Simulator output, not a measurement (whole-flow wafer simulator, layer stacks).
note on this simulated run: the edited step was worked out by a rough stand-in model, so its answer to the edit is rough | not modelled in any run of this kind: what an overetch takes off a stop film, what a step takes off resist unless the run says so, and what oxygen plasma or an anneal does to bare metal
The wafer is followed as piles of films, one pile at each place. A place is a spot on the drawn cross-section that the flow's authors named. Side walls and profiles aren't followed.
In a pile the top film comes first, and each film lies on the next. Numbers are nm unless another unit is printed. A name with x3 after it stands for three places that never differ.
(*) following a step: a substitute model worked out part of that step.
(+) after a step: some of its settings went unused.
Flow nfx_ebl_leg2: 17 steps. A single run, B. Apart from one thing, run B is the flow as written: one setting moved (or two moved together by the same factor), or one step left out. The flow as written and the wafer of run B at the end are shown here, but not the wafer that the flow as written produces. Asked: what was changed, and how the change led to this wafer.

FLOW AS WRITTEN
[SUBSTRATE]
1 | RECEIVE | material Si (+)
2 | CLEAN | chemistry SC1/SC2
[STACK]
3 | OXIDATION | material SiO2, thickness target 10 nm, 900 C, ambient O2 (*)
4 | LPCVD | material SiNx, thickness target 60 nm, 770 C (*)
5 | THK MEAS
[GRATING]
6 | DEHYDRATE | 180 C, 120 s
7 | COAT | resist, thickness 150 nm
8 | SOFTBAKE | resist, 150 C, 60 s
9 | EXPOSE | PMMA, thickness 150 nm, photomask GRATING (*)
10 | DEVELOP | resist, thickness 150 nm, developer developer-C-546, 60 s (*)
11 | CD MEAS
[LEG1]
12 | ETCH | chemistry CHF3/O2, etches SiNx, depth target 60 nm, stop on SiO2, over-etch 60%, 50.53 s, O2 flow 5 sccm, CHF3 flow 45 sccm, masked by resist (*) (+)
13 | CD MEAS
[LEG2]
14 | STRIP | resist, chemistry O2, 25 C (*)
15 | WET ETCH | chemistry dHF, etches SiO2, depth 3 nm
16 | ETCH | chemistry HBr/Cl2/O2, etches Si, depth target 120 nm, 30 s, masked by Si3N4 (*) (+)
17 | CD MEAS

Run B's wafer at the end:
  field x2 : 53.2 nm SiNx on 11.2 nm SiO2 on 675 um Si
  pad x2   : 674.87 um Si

The reason: step 3, OXIDATION: thickness target 11.2 nm was run, though the flow has thickness target 10 nm.
One can read it off the wafer: field x2 has SiO2 11.2, and step 3 as written asks for 10 nm.

How this came from the change, step by step:
  3 | OXIDATION | material SiO2, thickness target 10 nm, 900 C, ambient O2 (*)
      field x2, pad x2: SiO2 gains 11.2 (new film), chemical SiO2 loses 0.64 (all of it), Si loses 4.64 (as written it would have been: SiO2 gains 10 (new film), chemical SiO2 loses 0.64 (all of it), Si loses 4.12)
  12 | ETCH | chemistry CHF3/O2, etches SiNx, depth target 60 nm, stop on SiO2, over-etch 60%, 50.53 s, O2 flow 5 sccm, CHF3 flow 45 sccm, masked by resist (*) (+)
      pad x2: SiNx loses 60 (all of it), SiO2 loses 11.2 (all of it) (as written it would have been: SiNx loses 60 (all of it), SiO2 loses 10 (all of it))
